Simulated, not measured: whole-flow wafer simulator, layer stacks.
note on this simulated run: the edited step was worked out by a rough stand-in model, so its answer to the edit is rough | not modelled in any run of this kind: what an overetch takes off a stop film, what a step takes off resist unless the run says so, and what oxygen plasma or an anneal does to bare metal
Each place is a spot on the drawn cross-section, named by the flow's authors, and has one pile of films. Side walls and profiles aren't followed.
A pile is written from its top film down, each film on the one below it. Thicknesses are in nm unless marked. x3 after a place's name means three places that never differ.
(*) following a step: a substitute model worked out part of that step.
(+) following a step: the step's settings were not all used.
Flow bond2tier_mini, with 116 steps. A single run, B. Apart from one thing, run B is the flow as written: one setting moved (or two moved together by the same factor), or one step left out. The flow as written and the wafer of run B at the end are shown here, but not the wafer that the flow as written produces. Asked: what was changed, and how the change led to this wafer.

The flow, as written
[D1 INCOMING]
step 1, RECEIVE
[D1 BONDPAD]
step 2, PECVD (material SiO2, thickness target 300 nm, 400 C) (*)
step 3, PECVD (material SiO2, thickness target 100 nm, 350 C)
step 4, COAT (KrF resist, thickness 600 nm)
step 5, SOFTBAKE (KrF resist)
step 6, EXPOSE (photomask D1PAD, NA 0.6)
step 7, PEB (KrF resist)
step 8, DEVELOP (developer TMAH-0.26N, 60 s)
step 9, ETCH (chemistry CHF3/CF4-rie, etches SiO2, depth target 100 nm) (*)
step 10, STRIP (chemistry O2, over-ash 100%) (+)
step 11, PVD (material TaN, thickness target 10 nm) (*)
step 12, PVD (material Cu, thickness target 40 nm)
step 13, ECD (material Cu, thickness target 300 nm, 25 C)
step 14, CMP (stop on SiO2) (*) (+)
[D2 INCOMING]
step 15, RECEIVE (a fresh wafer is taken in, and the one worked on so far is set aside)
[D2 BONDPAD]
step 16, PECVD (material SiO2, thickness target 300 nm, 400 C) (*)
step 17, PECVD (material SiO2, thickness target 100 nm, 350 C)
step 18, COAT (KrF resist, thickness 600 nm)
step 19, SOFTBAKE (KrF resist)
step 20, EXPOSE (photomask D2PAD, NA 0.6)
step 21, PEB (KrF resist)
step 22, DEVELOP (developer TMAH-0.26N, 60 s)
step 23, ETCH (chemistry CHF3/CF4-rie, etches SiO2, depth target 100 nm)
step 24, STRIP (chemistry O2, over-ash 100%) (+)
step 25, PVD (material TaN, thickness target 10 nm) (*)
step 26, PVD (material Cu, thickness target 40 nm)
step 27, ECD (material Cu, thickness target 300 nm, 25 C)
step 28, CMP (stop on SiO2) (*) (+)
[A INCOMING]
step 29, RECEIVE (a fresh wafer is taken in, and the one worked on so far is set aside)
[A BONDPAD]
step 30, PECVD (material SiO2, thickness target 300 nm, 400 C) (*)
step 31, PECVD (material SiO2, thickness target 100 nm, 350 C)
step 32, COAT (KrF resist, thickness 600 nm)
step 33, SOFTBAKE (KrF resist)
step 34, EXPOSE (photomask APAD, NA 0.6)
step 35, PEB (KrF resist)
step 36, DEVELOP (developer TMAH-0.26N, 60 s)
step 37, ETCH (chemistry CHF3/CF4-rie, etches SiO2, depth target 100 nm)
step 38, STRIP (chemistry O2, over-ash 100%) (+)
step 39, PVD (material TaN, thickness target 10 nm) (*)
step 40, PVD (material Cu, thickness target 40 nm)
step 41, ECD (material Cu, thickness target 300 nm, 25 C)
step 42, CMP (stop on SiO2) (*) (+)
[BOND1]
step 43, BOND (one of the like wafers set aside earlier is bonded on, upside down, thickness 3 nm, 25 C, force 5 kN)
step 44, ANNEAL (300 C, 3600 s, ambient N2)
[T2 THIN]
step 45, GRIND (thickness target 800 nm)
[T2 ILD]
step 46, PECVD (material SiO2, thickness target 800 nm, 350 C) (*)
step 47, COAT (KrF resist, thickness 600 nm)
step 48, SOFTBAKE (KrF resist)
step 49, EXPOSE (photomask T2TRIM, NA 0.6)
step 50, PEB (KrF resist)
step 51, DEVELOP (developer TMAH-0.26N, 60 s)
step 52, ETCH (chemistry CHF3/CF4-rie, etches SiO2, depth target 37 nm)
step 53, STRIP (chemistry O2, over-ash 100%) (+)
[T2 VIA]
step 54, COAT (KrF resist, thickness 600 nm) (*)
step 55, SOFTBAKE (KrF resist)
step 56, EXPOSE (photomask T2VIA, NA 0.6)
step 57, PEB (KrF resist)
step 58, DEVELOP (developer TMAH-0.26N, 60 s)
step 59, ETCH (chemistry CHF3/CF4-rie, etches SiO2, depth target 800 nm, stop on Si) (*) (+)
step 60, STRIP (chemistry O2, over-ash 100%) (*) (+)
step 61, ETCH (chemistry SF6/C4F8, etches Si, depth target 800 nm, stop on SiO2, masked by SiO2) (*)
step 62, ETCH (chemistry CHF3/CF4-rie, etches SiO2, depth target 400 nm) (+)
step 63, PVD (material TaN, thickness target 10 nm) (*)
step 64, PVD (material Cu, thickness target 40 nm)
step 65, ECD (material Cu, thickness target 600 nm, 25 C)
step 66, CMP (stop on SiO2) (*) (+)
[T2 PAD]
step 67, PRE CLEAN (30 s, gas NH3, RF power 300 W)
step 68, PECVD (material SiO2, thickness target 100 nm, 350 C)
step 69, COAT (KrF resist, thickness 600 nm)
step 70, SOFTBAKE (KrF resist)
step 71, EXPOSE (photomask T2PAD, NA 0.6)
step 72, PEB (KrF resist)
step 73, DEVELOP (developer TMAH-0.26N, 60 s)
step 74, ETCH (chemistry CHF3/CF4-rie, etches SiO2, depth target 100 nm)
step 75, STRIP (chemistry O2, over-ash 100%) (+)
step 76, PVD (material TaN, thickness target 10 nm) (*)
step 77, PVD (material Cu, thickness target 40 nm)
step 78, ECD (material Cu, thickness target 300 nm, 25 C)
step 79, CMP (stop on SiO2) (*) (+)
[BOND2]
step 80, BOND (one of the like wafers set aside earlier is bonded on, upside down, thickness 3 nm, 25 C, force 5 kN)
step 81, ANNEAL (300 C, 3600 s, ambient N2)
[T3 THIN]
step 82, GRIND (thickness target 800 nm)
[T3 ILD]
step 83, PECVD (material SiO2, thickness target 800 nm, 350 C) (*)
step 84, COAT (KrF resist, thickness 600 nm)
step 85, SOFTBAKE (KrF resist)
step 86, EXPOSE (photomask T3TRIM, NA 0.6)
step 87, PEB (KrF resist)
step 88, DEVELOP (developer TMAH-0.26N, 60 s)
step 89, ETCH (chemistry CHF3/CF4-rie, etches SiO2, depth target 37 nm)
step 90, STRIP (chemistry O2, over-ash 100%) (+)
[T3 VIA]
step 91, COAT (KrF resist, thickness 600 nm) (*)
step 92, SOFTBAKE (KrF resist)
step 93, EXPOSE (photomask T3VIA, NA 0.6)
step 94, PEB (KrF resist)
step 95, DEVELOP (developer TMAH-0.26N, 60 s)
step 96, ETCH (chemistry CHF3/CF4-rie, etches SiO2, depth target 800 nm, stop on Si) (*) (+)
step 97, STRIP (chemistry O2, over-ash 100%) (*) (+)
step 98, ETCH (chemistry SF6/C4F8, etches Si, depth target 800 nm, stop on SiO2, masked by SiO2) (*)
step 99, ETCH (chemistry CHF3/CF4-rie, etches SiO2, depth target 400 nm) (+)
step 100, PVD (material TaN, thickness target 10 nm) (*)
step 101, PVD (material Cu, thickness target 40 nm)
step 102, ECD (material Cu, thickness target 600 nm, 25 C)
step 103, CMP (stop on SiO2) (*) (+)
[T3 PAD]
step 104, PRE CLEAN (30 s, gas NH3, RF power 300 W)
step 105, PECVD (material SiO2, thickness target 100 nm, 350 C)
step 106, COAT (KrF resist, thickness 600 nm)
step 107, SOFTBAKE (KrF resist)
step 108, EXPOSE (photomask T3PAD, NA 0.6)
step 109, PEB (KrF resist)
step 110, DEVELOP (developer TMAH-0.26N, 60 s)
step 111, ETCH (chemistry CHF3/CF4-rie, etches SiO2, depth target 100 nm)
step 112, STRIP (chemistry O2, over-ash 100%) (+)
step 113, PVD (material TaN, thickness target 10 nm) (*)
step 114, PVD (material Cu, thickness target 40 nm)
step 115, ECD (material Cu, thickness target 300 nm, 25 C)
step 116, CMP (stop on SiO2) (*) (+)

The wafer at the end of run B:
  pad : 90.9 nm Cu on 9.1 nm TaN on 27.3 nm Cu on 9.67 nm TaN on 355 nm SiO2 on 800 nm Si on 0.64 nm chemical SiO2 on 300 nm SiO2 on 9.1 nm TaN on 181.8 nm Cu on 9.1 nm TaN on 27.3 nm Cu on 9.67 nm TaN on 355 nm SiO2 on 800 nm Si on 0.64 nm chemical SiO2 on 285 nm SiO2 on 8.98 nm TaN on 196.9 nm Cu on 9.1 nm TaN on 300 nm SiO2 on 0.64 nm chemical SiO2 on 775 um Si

The reason: step 9, ETCH: depth target 115 nm was run, while the flow as written has depth target 100 nm.

How this came from the change, step by step:
  step 9, ETCH (chemistry CHF3/CF4-rie, etches SiO2, depth target 100 nm) (*)
      pad, via: SiO2 loses 115 (it would be, as written: SiO2 loses 100)
      field: KrF resist loses 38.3 (it would be, as written: KrF resist loses 33.3)
  step 13, ECD (material Cu, thickness target 300 nm, 25 C)
      pad: Cu gains 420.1 (it would be, as written: Cu gains 404.5)
      via: Cu gains 415.3 (it would be, as written: Cu gains 400.2)
  step 43, BOND (one of the like wafers set aside earlier is bonded on, upside down, thickness 3 nm, 25 C, force 5 kN)
      pad: Si gains 775 um (new film), chemical SiO2 gains 0.64 (new film), SiO2 gains 285 (new film), TaN gains 8.98 (new film), Cu gains 106 (it would be, as written: Si gains 775 um (new film), chemical SiO2 gains 0.64 (new film), SiO2 gains 300 (new film), TaN gains 9.1 (new film), Cu gains 90.9)
      via: Si gains 775 um (new film), chemical SiO2 gains 0.64 (new film), SiO2 gains 285 (new film), TaN gains 9.96 (new film), Cu gains 105 (it would be, as written: Si gains 775 um (new film), chemical SiO2 gains 0.64 (new film), SiO2 gains 300 (new film), TaN gains 9.97 (new film), Cu gains 90)
